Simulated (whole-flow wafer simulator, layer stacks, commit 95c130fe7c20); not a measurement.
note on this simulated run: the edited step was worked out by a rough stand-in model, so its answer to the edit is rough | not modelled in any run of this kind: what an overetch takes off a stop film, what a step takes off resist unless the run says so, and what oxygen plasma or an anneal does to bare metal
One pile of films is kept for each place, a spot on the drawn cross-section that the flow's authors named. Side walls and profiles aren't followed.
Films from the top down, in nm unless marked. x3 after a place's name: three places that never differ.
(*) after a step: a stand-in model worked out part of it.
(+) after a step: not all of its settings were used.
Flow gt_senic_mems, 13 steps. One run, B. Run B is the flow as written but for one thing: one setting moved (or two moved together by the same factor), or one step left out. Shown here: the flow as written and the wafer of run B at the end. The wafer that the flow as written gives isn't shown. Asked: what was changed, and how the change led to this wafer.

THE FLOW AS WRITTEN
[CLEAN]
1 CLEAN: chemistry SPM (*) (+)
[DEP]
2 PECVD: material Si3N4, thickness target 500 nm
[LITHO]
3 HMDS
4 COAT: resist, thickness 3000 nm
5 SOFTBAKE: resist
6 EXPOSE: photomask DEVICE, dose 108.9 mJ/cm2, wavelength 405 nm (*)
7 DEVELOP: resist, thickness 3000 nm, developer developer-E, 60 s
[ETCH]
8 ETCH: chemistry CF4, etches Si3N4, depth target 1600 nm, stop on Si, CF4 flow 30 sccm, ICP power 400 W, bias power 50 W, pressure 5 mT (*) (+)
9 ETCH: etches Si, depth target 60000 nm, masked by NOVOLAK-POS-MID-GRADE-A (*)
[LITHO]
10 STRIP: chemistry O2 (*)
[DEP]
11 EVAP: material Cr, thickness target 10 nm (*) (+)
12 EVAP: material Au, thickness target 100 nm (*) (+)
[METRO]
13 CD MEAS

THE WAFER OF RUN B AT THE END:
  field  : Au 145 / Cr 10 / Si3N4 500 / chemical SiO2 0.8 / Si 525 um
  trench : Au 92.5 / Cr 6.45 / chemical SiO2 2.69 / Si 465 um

The cause: step 12, EVAP: thickness target 145 nm was run, where the flow has thickness target 100 nm.
It can be read off the wafer: field has Au 145, and step 12 as written asks for 100 nm.

How the change led to this, step by step:
  12 EVAP: material Au, thickness target 100 nm (*) (+)
      field: Au +145 (new film) (as written it would be: Au +100 (new film))
      trench: Au +92.5 (new film) (as written it would be: Au +64.1 (new film))
